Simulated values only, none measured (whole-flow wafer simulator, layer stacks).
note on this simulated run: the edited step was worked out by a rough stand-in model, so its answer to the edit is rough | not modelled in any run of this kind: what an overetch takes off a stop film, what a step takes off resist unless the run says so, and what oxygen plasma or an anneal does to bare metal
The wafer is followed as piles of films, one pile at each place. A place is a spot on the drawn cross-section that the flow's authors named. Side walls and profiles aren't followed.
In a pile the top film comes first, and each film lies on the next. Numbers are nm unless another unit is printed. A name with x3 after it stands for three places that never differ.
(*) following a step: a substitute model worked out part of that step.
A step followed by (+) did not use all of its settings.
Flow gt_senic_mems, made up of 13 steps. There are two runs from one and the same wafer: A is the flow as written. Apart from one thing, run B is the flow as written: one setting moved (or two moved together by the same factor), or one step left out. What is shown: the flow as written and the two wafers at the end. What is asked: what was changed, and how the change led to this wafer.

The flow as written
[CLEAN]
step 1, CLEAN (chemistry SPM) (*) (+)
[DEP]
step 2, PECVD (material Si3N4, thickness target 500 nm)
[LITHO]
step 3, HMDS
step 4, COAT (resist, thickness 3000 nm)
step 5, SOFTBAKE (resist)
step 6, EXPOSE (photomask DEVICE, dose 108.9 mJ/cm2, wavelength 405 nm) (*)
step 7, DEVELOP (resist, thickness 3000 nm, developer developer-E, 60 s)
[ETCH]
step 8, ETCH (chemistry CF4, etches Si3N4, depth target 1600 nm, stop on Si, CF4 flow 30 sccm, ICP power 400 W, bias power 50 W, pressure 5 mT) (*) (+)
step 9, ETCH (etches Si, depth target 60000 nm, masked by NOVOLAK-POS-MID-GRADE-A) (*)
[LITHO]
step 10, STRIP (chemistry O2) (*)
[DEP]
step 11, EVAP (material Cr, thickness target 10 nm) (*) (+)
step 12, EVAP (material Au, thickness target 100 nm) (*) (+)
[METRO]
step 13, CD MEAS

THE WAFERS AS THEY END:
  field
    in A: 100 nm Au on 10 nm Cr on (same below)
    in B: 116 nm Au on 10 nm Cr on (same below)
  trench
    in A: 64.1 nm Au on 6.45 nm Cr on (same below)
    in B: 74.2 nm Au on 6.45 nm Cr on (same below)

The reason: step 12, EVAP: thickness target 116 nm was run, while the flow as written has thickness target 100 nm.
The wafer lets one read it off: field has Au 116, and step 12 as written asks for 100 nm.

How this came from the change, step by step:
  step 12, EVAP (material Au, thickness target 100 nm) (*) (+)
      field: A +100 Au (new film) | B +116 Au (new film)
      trench: A +64.1 Au (new film) | B +74.2 Au (new film)
